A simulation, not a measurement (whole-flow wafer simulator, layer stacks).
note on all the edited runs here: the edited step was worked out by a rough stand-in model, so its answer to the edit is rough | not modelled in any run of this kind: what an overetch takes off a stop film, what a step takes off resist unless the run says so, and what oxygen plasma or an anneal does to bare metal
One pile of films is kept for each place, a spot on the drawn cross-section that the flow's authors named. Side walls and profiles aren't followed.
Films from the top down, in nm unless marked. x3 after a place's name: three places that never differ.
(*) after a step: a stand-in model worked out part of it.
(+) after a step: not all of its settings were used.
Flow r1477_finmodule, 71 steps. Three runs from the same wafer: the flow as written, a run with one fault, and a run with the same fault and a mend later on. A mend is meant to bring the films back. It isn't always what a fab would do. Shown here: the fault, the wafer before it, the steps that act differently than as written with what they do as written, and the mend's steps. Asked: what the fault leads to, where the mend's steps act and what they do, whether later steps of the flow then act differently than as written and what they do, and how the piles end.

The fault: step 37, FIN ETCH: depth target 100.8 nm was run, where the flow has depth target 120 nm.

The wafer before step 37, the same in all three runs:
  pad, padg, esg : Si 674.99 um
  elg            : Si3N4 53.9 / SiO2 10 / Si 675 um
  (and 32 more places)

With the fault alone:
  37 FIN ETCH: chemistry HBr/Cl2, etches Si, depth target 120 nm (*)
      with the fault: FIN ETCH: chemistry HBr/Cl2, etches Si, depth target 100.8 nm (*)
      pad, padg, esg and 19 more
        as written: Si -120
        with the fault: Si -100.8
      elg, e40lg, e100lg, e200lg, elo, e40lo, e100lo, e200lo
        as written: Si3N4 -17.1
        with the fault: Si3N4 -14.4
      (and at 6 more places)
  Later steps of the flow that act differently than as written (6 more steps differ only slightly, by at most 2% or 0.5 nm, whichever is larger, and aren't shown):
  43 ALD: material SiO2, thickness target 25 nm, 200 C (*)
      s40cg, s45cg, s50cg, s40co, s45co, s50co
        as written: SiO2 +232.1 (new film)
        with the fault: SiO2 +214.4 (new film)
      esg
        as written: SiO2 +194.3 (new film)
        with the fault: SiO2 +177.8 (new film)
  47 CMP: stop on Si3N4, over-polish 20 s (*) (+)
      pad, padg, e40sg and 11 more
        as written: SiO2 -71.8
        with the fault: SiO2 -91
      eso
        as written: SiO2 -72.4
        with the fault: SiO2 -91.6
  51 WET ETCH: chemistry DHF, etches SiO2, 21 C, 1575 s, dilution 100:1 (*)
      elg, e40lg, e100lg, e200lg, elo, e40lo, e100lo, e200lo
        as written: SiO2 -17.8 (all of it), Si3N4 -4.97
        with the fault: SiO2 -15.1 (all of it), Si3N4 -5.19
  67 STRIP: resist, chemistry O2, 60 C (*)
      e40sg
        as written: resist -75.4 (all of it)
        with the fault: resist -77.7 (all of it)
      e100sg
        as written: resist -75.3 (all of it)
        with the fault: resist -77.7 (all of it)
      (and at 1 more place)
  At the end the piles differ from the flow's by more than 2% or 0.5 nm, whichever is larger, at pad, padg, elg and 27 more.
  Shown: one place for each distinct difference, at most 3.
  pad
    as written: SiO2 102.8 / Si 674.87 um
    with the fault: SiO2 83.7 / Si 674.89 um
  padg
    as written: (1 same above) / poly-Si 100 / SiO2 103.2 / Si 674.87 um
    with the fault: (1 same above) / poly-Si 100 / SiO2 84.1 / Si 674.89 um
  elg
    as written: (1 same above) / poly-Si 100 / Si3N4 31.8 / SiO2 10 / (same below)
    with the fault: (1 same above) / poly-Si 100 / Si3N4 34.3 / SiO2 10 / (same below)

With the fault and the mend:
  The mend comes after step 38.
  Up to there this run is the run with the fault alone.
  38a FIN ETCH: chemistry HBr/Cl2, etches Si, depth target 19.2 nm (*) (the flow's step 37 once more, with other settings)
      pad, padg, esg and 19 more
        Si -19.2
      elg, e40lg, e100lg, e200lg, elo, e40lo, e100lo, e200lo
        Si3N4 -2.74
      s40sg_line, s45sg_line, s50sg_line, s40so_line, s45so_line, s50so_line
        SiO2 -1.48
  No later step of the flow acts differently than as written at any place that is followed.
  At the end the piles are the same as the flow's at every place that both follow.
